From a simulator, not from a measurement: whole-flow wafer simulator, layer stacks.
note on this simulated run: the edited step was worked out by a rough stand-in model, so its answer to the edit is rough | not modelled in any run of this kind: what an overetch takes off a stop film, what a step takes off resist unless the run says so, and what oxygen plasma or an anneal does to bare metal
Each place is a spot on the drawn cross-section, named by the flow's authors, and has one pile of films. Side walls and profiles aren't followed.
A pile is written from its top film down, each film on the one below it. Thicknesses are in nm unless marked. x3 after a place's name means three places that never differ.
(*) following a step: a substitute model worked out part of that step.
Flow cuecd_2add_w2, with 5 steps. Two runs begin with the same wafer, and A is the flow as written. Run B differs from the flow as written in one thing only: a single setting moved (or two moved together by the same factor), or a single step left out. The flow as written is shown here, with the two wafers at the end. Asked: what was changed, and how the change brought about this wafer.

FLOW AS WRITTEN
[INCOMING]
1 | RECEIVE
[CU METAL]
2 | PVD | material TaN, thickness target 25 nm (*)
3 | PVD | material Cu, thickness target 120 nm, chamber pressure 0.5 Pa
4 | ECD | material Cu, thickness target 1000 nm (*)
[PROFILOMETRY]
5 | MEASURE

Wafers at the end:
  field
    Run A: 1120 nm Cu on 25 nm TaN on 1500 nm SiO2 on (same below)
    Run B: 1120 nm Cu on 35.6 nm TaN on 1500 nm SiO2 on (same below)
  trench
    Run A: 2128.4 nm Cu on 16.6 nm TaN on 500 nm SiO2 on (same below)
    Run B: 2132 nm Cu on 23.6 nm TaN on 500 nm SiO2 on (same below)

What caused this: step 2, PVD: thickness target 35.6 nm was run, whereas the flow has thickness target 25 nm.
One can read it off the wafer: field has TaN 35.6, and step 2 as written asks for 25 nm.

Step by step, how the change led to this:
  2 | PVD | material TaN, thickness target 25 nm (*)
      field: A +25 TaN (new film) | B +35.6 TaN (new film)
      trench: A +16.6 TaN (new film) | B +23.6 TaN (new film)
